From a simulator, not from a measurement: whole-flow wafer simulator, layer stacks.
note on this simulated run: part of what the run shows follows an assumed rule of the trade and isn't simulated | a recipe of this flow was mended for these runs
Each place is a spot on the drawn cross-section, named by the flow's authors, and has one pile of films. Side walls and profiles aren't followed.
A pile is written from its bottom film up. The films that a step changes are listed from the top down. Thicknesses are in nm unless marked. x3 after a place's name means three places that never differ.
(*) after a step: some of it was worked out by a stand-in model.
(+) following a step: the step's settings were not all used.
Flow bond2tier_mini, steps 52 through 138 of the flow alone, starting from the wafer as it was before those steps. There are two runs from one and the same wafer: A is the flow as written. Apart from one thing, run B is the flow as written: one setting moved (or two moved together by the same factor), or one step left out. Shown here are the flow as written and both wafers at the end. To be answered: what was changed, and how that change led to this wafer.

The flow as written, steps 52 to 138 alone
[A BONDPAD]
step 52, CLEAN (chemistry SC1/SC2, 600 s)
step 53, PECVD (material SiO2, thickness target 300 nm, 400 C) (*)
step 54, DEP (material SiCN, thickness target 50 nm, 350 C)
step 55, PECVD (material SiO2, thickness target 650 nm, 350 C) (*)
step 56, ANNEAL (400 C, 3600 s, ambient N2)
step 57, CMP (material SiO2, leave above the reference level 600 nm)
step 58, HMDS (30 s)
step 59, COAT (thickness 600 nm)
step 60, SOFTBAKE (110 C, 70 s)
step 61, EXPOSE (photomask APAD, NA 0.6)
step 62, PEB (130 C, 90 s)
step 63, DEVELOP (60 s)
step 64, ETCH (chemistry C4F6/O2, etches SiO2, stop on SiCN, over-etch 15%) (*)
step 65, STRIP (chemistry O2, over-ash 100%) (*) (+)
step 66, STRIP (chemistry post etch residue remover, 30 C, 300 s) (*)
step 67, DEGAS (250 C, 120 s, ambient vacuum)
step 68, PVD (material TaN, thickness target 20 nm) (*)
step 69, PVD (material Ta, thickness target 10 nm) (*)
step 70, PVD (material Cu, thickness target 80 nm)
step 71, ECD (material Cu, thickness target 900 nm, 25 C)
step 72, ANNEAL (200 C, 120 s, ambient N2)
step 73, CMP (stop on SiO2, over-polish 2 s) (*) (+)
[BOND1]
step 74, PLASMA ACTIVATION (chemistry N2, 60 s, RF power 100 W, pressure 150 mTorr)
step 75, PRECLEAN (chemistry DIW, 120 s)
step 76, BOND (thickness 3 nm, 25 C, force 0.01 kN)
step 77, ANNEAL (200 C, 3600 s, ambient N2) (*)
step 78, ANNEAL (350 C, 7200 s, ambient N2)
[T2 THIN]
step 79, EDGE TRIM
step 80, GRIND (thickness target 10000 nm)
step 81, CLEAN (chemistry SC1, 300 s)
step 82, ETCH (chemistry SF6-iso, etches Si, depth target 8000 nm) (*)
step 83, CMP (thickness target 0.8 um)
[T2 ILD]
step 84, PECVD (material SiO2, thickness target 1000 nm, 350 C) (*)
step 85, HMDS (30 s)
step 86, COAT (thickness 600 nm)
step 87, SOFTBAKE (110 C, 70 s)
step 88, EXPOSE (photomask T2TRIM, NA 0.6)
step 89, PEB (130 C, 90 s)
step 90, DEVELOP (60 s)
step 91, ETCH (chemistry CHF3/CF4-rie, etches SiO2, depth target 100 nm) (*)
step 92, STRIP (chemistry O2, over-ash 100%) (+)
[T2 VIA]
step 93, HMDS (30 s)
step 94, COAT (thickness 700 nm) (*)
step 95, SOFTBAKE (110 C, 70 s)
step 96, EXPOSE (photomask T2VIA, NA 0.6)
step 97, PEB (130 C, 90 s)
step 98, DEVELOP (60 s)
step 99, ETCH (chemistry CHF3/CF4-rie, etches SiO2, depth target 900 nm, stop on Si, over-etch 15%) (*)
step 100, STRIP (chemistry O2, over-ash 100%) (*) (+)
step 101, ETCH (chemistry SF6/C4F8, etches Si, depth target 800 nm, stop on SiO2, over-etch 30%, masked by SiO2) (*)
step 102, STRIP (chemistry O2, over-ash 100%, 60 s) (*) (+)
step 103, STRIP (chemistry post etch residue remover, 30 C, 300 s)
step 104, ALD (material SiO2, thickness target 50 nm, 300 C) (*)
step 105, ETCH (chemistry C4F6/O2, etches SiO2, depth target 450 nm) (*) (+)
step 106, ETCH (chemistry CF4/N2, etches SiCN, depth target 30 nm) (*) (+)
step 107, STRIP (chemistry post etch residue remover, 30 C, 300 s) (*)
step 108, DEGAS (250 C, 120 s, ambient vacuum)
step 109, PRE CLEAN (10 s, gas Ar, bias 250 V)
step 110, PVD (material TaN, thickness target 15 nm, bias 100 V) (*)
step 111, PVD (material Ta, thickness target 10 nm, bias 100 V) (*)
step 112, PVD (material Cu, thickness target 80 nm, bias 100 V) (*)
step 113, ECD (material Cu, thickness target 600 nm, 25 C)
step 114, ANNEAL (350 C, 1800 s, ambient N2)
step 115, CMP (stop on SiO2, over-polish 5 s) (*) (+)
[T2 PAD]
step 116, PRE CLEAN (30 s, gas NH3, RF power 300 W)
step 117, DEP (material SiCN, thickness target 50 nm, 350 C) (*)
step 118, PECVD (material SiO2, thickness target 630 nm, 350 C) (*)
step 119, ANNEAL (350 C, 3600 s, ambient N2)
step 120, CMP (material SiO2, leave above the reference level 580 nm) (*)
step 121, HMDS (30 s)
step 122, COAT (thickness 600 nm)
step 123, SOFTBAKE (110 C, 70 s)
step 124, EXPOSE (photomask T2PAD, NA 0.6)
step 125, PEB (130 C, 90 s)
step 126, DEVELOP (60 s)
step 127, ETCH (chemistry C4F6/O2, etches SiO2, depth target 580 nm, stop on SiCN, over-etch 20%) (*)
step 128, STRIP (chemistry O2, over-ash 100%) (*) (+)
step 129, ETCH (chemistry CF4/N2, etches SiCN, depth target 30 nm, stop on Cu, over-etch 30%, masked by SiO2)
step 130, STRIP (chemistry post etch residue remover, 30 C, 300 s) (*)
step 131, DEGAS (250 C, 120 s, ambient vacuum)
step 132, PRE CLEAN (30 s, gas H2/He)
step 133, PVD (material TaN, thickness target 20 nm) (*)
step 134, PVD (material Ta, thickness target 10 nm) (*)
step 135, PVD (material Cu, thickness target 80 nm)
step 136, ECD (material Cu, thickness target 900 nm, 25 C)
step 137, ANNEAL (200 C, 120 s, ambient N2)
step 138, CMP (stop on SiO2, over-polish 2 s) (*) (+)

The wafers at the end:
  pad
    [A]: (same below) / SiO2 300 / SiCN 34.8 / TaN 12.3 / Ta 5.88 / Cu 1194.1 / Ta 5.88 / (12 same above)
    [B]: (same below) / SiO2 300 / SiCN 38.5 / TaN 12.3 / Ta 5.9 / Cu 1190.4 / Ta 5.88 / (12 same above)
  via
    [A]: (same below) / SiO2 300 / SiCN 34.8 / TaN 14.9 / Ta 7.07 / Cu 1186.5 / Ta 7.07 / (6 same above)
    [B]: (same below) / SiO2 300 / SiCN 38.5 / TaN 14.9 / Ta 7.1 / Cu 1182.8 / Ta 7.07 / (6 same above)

Cause: step 64, ETCH: over-etch 11.4% was run, while the flow as written has over-etch 15%.

Step by step, how the change led to this:
  step 64, ETCH (chemistry C4F6/O2, etches SiO2, stop on SiCN, over-etch 15%) (*)
      pad, via: A SiO2 loses 600 (all of it), SiCN loses 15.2 | B SiO2 loses 600 (all of it), SiCN loses 11.5
      field: A thick-KrF-resist loses 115 | B thick-KrF-resist loses 111.4
